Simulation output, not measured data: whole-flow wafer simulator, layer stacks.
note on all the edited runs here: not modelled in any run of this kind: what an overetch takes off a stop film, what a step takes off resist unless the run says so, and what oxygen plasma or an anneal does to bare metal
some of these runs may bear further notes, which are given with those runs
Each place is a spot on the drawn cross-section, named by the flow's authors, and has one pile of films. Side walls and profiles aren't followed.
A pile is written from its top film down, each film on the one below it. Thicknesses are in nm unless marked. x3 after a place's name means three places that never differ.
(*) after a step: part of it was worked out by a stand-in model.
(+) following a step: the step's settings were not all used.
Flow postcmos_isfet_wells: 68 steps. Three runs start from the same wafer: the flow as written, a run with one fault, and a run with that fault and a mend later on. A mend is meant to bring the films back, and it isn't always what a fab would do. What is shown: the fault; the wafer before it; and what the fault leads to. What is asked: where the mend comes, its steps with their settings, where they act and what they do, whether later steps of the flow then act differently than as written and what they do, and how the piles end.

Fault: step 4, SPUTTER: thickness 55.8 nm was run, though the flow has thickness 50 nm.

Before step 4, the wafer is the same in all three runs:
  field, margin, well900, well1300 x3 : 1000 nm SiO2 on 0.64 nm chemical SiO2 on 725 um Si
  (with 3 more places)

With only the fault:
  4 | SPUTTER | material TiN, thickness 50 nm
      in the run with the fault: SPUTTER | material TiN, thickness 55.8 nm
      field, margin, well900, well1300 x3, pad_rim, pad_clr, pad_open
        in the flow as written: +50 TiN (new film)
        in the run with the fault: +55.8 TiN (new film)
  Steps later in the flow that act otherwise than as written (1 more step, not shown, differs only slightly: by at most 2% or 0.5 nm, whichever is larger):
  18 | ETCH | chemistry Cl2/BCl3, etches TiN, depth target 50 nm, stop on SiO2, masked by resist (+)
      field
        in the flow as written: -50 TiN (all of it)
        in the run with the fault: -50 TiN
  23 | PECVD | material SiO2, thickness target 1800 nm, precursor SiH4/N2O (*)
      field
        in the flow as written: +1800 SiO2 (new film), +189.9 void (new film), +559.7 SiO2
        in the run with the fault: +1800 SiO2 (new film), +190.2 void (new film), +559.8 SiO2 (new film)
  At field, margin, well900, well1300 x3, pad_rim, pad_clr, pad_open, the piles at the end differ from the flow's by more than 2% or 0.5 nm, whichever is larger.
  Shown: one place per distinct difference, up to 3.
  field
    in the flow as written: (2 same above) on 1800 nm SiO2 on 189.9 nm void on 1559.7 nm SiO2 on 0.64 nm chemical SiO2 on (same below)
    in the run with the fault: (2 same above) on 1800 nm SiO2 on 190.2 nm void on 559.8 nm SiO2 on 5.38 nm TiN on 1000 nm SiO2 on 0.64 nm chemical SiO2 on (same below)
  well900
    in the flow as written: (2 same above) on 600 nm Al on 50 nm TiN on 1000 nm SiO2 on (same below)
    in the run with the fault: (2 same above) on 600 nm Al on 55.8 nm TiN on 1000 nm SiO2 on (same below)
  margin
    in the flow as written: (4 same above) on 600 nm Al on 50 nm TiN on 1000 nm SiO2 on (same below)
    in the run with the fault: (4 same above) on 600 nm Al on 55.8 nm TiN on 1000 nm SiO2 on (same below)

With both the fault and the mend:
  The mend stands after step 4.
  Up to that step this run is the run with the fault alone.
  4a | ETCH | chemistry peroxide tin strip, depth target 5.8 nm
      field, margin, well900, well1300 x3, pad_rim, pad_clr, pad_open
        -5.8 TiN
  Every later step of the flow that is run acts as written at every place that is followed.
  The piles end the same as the flow's at every place that both follow.
